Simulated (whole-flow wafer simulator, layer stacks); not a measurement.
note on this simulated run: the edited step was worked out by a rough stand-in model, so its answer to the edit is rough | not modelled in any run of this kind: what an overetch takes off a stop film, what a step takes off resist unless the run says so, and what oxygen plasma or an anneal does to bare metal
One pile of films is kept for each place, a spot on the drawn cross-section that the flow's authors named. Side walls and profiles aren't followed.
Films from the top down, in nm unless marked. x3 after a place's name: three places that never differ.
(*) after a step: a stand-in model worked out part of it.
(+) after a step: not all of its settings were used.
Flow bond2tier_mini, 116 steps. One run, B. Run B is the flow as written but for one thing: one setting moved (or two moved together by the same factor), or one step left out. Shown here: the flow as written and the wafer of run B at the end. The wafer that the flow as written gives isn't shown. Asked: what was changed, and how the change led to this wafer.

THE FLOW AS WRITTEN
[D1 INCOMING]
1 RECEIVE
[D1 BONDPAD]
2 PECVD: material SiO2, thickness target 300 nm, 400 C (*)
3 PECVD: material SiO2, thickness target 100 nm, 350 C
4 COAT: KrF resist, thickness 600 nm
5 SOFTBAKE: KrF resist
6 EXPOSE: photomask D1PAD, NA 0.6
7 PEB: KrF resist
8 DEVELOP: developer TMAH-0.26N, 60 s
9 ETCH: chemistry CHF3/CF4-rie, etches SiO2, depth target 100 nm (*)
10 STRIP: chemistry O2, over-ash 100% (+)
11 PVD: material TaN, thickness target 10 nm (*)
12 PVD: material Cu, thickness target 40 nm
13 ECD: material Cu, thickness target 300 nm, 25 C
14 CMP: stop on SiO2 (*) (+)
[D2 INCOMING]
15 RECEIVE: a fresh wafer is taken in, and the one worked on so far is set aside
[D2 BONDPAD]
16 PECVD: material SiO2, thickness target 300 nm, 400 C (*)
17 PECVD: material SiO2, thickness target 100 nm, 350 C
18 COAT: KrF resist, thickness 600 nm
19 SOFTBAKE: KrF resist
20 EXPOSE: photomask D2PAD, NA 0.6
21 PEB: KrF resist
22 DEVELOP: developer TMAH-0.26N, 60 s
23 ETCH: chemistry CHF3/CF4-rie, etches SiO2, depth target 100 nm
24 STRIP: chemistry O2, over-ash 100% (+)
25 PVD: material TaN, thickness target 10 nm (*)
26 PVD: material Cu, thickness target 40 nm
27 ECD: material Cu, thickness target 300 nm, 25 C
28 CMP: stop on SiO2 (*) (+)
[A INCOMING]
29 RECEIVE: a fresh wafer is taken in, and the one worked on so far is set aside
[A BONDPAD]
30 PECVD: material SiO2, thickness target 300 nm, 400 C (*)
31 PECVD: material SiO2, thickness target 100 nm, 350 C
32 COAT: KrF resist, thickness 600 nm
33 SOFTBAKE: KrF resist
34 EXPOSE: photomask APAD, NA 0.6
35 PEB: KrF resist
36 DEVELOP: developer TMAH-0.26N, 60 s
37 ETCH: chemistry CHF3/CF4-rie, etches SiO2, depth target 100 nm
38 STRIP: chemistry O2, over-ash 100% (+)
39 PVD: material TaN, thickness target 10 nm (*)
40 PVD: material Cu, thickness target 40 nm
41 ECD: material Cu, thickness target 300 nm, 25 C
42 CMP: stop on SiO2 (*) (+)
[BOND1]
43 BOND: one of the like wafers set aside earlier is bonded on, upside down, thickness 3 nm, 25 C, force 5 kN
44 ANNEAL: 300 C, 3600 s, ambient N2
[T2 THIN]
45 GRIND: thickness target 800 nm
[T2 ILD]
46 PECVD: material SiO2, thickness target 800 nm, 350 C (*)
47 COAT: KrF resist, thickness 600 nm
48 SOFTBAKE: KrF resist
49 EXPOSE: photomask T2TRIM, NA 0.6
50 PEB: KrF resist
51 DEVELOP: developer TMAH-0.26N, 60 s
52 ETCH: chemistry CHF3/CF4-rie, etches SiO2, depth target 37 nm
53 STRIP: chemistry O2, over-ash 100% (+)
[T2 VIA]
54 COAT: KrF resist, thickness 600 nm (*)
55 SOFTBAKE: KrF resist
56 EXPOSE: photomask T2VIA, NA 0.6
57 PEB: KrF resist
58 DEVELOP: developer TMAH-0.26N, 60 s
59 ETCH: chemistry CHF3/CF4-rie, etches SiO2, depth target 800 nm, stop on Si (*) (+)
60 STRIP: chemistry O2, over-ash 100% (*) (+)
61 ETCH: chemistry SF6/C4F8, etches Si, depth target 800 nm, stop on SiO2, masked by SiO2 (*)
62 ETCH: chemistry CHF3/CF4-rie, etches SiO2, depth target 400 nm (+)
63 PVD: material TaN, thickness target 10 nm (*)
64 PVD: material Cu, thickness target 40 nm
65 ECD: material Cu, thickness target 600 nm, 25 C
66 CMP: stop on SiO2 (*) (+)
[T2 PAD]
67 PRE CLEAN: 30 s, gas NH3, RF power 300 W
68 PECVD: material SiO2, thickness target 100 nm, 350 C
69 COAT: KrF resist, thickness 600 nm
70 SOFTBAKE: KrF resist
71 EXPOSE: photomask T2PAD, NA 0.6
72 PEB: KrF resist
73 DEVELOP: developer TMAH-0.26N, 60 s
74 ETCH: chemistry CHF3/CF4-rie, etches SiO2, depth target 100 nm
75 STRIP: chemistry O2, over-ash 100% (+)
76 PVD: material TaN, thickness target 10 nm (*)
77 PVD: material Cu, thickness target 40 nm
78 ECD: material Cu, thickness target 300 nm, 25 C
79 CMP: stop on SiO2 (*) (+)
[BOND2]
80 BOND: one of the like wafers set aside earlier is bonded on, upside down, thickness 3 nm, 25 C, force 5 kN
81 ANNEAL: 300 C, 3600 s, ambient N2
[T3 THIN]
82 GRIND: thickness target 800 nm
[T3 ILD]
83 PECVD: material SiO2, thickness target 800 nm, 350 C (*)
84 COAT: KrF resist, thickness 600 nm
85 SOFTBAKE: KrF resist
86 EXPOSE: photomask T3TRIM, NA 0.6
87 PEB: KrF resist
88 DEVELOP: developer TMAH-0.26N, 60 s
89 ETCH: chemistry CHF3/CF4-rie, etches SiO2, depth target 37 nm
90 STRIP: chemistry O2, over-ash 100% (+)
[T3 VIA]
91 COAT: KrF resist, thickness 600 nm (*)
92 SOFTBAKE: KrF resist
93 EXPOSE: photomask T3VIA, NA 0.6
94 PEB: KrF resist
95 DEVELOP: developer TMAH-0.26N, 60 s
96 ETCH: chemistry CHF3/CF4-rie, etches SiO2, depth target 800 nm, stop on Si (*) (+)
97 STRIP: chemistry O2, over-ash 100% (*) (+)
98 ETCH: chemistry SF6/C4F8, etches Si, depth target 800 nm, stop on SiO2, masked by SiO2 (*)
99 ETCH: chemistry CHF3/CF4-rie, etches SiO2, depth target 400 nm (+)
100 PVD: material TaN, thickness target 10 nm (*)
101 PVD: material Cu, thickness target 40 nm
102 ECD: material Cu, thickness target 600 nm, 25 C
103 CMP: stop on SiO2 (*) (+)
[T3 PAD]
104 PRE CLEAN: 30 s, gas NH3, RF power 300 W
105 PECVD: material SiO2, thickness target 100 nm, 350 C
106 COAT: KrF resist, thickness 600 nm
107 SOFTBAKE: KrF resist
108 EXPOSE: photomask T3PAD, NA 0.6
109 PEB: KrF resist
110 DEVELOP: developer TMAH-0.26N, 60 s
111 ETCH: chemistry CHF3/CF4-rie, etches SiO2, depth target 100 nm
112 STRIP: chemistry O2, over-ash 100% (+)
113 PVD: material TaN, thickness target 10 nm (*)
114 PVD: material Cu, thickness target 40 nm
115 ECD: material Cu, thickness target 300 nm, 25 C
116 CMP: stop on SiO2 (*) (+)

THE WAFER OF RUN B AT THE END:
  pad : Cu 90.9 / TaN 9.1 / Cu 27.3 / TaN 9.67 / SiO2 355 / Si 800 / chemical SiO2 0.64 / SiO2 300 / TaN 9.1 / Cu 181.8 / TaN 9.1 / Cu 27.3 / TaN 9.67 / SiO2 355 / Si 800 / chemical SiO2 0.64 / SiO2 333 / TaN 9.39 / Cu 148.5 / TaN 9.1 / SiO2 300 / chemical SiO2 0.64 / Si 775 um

The cause: step 9, ETCH: depth target 67 nm was run, where the flow has depth target 100 nm.

How the change led to this, step by step:
  9 ETCH: chemistry CHF3/CF4-rie, etches SiO2, depth target 100 nm (*)
      pad, via: SiO2 -67 (as written it would be: SiO2 -100)
      field: KrF resist -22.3 (as written it would be: KrF resist -33.3)
  12 PVD: material Cu, thickness target 40 nm
      pad: Cu +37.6 (new film) (as written it would be: Cu +36.4 (new film))
  13 ECD: material Cu, thickness target 300 nm, 25 C
      pad: Cu +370 (as written it would be: Cu +404.5)
      via: Cu +367.1 (as written it would be: Cu +400.2)
  43 BOND: one of the like wafers set aside earlier is bonded on, upside down, thickness 3 nm, 25 C, force 5 kN
      pad: Si +775 um (new film), chemical SiO2 +0.64 (new film), SiO2 +333 (new film), TaN +9.39 (new film), Cu +57.6 (as written it would be: Si +775 um (new film), chemical SiO2 +0.64 (new film), SiO2 +300 (new film), TaN +9.1 (new film), Cu +90.9)
      via: Si +775 um (new film), chemical SiO2 +0.64 (new film), SiO2 +333 (new film), TaN +9.99 (new film), Cu +57 (as written it would be: Si +775 um (new film), chemical SiO2 +0.64 (new film), SiO2 +300 (new film), TaN +9.97 (new film), Cu +90)
